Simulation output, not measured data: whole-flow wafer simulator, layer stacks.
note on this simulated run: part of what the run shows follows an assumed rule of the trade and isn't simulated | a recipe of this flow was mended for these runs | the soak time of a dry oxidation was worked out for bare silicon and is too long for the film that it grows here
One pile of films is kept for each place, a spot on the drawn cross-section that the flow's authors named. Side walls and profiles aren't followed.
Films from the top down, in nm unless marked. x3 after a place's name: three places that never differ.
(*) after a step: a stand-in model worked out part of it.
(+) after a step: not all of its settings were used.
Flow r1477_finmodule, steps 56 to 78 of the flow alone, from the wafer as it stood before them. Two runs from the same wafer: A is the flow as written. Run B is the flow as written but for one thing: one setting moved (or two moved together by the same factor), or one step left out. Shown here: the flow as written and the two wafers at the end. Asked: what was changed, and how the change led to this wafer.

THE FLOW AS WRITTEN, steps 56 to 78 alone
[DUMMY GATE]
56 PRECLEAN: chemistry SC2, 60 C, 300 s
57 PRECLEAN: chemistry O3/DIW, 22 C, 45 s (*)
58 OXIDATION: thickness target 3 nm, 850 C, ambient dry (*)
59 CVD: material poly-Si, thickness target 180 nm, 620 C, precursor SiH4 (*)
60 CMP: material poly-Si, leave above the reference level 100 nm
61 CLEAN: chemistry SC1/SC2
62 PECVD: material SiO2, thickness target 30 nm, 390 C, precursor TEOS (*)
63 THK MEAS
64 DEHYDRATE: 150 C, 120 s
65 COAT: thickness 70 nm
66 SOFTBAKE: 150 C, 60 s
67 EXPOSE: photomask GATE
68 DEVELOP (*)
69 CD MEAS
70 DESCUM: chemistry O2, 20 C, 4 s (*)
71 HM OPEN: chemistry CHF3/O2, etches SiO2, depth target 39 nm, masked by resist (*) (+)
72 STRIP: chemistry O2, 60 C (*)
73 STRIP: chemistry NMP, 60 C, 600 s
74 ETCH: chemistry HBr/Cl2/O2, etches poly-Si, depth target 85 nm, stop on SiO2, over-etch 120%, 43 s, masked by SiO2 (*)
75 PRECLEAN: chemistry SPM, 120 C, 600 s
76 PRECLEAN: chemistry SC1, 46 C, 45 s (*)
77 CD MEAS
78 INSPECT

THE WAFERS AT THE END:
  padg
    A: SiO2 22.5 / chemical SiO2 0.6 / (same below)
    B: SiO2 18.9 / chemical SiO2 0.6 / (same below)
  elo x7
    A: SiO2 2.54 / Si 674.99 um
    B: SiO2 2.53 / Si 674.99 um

The cause: step 62, PECVD: thickness target 26.4 nm was run, where the flow has thickness target 30 nm.

How the change led to this, step by step:
  62 PECVD: material SiO2, thickness target 30 nm, 390 C, precursor TEOS (*)
      pad, padg, elg x7 and 27 more: A SiO2 +30 (new film) | B SiO2 +26.4 (new film)
  71 HM OPEN: chemistry CHF3/O2, etches SiO2, depth target 39 nm, masked by resist (*) (+)
      pad, elo x7, eso x6, e200so, s40co x3: A SiO2 -30 (all of it), chemical SiO2 -0.6 (all of it), poly-Si -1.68 | B SiO2 -26.4 (all of it), chemical SiO2 -0.6 (all of it), poly-Si -2.4
